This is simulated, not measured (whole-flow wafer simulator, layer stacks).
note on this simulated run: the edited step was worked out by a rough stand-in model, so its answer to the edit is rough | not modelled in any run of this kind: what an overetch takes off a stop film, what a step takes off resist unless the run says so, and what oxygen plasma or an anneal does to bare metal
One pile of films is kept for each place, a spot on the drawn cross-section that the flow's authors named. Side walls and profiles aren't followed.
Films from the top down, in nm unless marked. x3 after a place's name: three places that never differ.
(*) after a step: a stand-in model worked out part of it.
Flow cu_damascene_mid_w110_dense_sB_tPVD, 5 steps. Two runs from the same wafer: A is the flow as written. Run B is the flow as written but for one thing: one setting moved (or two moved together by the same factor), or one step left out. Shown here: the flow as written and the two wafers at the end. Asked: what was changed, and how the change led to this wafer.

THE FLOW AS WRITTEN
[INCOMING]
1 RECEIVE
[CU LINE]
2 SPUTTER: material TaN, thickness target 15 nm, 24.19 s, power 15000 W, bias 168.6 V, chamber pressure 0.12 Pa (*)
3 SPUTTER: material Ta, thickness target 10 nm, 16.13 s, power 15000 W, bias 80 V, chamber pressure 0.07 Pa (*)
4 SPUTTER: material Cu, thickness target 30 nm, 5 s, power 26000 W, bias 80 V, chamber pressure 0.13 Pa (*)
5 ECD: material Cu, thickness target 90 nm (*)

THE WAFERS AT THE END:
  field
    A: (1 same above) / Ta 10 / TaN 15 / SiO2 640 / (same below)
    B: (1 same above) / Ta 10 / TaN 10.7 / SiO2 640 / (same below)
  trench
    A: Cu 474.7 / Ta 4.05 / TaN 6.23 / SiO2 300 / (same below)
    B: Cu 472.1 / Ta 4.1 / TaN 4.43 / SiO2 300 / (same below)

The cause: step 2, SPUTTER: power 10680 W was run, where the flow has power 15000 W.

How the change led to this, step by step:
  2 SPUTTER: material TaN, thickness target 15 nm, 24.19 s, power 15000 W, bias 168.6 V, chamber pressure 0.12 Pa (*)
      field: A TaN +15 (new film) | B TaN +10.7 (new film)
      trench: A TaN +6.23 (new film) | B TaN +4.43 (new film)
